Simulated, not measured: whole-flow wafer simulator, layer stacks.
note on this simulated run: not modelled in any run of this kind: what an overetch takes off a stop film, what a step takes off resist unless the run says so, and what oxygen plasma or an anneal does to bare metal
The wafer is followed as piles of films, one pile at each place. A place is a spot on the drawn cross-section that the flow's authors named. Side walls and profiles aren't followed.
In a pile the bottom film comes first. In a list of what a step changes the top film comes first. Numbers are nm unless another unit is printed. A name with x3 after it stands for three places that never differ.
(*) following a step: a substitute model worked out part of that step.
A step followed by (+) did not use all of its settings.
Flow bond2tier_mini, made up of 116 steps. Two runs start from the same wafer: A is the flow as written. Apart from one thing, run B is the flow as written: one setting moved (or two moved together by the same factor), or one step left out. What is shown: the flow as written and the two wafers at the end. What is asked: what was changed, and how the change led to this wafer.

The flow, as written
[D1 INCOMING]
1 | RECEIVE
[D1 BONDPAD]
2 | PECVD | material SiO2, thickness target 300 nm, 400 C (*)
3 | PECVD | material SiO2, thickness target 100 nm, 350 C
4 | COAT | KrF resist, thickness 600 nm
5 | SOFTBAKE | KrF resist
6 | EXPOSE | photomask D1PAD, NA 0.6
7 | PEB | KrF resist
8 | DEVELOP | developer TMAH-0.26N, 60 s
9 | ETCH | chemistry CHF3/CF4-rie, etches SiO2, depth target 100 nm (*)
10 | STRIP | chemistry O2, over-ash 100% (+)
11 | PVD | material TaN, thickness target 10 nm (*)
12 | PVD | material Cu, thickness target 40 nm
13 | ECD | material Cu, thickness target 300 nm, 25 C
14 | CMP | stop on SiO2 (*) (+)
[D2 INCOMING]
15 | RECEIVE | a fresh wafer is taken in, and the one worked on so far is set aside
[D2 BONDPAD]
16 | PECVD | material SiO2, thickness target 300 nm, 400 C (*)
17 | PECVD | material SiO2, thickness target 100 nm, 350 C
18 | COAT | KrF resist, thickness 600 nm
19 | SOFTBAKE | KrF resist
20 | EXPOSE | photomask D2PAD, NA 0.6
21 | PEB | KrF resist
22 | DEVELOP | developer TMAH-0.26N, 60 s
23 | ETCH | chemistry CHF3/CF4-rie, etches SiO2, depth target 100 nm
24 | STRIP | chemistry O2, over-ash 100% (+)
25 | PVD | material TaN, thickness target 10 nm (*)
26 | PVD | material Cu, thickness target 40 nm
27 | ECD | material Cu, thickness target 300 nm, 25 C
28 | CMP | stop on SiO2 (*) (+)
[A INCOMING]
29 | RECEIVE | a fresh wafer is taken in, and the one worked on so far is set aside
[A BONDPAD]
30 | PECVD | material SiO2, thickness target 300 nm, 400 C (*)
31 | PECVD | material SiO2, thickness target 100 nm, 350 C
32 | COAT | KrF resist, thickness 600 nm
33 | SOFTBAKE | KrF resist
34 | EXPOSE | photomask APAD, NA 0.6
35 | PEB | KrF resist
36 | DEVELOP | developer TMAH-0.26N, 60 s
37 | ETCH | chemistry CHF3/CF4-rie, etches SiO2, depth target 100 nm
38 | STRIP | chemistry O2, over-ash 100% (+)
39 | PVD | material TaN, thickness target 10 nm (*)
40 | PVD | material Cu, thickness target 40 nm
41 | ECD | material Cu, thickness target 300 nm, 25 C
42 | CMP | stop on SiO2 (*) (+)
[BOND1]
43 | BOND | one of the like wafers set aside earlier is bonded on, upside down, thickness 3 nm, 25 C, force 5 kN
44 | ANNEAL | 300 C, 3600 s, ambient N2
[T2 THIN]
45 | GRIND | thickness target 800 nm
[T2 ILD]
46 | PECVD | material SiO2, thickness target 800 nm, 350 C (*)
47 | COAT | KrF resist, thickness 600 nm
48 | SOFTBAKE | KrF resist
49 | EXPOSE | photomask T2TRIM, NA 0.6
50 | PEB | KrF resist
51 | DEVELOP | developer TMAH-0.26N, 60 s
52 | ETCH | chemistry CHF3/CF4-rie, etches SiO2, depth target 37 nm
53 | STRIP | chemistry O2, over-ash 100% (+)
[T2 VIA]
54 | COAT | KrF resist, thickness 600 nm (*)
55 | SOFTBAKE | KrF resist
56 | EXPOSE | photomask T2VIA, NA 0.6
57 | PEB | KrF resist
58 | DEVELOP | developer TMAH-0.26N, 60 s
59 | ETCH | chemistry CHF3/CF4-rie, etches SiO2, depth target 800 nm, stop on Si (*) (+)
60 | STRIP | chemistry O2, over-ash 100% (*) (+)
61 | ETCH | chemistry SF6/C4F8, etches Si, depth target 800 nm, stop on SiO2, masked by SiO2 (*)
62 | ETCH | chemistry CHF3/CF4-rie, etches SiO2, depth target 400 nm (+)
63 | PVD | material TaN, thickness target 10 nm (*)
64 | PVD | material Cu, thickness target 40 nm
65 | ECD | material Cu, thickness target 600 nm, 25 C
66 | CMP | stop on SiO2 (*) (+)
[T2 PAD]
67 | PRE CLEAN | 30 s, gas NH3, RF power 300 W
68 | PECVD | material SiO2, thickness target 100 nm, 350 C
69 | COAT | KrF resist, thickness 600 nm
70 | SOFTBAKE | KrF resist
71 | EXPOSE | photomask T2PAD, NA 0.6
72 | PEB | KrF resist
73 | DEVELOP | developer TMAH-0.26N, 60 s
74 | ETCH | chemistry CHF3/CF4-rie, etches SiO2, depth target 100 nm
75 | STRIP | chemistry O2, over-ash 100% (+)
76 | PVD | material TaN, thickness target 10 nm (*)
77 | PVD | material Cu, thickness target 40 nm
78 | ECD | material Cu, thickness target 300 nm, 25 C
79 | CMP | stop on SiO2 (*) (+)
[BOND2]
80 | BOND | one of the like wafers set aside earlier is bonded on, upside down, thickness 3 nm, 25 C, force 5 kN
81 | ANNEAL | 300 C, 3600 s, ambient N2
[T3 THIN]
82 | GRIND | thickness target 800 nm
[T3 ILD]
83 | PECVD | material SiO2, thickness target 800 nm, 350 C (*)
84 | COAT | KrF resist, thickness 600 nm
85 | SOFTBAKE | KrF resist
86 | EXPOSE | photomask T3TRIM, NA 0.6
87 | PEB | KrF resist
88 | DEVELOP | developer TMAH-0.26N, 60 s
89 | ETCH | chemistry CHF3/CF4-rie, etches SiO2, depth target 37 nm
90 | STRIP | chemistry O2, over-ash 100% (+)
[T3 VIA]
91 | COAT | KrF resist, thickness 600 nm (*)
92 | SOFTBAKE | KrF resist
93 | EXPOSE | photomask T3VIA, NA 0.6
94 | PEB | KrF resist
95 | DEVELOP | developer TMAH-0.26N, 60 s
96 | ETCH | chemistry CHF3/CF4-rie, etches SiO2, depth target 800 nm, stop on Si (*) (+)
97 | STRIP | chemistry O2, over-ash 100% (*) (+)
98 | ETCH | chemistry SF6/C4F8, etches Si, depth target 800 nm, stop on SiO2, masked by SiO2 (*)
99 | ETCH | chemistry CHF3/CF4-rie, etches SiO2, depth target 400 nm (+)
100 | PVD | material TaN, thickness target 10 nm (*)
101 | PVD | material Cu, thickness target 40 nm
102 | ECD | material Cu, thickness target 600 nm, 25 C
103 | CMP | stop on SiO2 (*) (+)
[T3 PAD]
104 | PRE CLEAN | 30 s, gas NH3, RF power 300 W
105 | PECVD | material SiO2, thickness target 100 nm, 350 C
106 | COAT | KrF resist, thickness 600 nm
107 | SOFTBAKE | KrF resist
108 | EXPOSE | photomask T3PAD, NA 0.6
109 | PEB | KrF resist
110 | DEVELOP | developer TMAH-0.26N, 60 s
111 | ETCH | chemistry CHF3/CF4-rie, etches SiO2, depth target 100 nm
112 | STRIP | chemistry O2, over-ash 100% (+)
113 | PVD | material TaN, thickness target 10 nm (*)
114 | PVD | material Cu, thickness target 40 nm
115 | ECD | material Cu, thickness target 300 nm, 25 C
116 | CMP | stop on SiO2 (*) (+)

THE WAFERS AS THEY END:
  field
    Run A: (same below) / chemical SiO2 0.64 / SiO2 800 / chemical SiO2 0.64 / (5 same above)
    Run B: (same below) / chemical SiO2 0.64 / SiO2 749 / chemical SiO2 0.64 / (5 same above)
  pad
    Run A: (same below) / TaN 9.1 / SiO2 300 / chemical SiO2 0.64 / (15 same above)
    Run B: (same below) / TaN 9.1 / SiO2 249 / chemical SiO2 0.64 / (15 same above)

Cause: step 3, PECVD: thickness target 49 nm was run, while the flow as written has thickness target 100 nm.

Step by step, how the change led to this:
  3 | PECVD | material SiO2, thickness target 100 nm, 350 C
      field, pad, via: A SiO2 gains 100 | B SiO2 gains 49
  43 | BOND | one of the like wafers set aside earlier is bonded on, upside down, thickness 3 nm, 25 C, force 5 kN
      field: A Si gains 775 um (new film), chemical SiO2 gains 0.64 (new film), SiO2 gains 400 | B Si gains 775 um (new film), chemical SiO2 gains 0.64 (new film), SiO2 gains 349
      pad: A Si gains 775 um (new film), chemical SiO2 gains 0.64 (new film), SiO2 gains 300 (new film), TaN gains 9.1 (new film), Cu gains 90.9 | B Si gains 775 um (new film), chemical SiO2 gains 0.64 (new film), SiO2 gains 249 (new film), TaN gains 9.1 (new film), Cu gains 90.9
      (and at 1 other place as well)
